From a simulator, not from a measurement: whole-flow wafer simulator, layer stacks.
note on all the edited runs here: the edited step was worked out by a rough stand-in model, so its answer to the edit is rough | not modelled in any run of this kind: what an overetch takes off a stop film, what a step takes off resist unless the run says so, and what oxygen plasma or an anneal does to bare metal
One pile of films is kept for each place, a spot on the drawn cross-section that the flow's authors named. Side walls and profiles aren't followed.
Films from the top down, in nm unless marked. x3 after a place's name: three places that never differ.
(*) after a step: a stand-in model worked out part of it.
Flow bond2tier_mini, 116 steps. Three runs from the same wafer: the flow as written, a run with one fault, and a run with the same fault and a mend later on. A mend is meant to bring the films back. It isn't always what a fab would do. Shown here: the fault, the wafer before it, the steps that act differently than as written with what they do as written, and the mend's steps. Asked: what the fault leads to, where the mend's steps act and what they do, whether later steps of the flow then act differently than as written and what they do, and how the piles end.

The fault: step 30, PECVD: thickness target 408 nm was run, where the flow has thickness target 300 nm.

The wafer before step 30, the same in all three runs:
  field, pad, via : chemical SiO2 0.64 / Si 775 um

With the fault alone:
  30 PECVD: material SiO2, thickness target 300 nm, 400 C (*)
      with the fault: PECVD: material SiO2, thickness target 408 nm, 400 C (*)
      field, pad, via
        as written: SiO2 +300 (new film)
        with the fault: SiO2 +408 (new film)
  No later step of the flow acts differently than as written at any place that is followed.
  At the end the piles differ from the flow's by more than 2% or 0.5 nm, whichever is larger, at field, pad.
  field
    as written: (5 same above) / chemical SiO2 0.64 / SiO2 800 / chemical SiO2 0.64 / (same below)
    with the fault: (5 same above) / chemical SiO2 0.64 / SiO2 908 / chemical SiO2 0.64 / (same below)
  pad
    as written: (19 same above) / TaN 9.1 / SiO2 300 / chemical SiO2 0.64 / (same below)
    with the fault: (19 same above) / TaN 9.1 / SiO2 408 / chemical SiO2 0.64 / (same below)

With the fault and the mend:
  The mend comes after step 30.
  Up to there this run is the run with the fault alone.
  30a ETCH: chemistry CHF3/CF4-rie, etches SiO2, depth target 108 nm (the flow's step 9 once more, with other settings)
      field, pad, via
        SiO2 -108
  No later step of the flow acts differently than as written at any place that is followed.
  At the end the piles are the same as the flow's at every place that both follow.
